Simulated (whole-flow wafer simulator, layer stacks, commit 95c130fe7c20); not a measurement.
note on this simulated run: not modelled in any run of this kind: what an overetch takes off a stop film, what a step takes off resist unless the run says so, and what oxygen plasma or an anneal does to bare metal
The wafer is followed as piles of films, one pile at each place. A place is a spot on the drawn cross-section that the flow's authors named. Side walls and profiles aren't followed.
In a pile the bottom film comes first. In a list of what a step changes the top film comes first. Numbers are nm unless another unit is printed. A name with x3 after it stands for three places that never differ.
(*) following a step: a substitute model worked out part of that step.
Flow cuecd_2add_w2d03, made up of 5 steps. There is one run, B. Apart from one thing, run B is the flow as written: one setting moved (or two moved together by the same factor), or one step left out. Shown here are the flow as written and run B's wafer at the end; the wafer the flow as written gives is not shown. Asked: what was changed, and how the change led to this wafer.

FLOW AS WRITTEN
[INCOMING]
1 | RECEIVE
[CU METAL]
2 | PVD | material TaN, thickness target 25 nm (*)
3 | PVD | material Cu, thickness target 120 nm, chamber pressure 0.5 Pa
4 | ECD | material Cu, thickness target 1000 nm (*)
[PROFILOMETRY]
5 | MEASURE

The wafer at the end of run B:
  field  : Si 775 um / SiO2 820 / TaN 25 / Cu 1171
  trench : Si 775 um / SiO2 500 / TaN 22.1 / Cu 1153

Cause: step 3, PVD: thickness target 171 nm was run, while the flow as written has thickness target 120 nm.

Step by step, how the change led to this:
  3 | PVD | material Cu, thickness target 120 nm, chamber pressure 0.5 Pa
      field: +171 Cu (new film) (in the flow as written it would be: +120 Cu (new film))
      trench: +153 Cu (new film) (in the flow as written it would be: +107.2 Cu (new film))
